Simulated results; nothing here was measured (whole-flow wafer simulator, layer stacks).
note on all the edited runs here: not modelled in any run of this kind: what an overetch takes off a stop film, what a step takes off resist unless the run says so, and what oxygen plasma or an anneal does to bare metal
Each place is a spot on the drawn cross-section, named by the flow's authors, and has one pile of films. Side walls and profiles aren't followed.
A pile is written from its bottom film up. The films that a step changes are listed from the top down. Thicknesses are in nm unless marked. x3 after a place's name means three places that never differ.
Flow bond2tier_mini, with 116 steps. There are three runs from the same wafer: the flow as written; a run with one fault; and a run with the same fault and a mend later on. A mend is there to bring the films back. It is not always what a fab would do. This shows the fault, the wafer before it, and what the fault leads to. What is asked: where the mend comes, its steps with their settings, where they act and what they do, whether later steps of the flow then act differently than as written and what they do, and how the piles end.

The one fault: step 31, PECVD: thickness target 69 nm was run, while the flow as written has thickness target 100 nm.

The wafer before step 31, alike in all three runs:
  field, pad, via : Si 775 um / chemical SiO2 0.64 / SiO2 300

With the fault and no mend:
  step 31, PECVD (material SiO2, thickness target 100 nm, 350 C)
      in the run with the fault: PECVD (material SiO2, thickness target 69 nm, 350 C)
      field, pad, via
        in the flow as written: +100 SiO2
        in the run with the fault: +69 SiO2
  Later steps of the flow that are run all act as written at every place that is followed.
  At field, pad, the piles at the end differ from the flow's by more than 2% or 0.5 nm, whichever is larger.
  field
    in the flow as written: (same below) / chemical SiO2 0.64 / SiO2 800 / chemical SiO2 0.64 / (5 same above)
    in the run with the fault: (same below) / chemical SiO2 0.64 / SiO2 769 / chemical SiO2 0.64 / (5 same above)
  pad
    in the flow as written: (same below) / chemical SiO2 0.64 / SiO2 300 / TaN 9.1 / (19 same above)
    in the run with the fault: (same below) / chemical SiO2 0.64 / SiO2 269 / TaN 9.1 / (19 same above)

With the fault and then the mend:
  The mend follows step 31.
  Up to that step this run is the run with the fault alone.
  step 31a, PECVD (material SiO2, thickness target 31 nm, 350 C) (the flow's step 31 again, with other settings)
      field, pad, via
        +31 SiO2
  Later steps of the flow that are run all act as written at every place that is followed.
  By the end, the piles equal the flow's at every place that both follow.
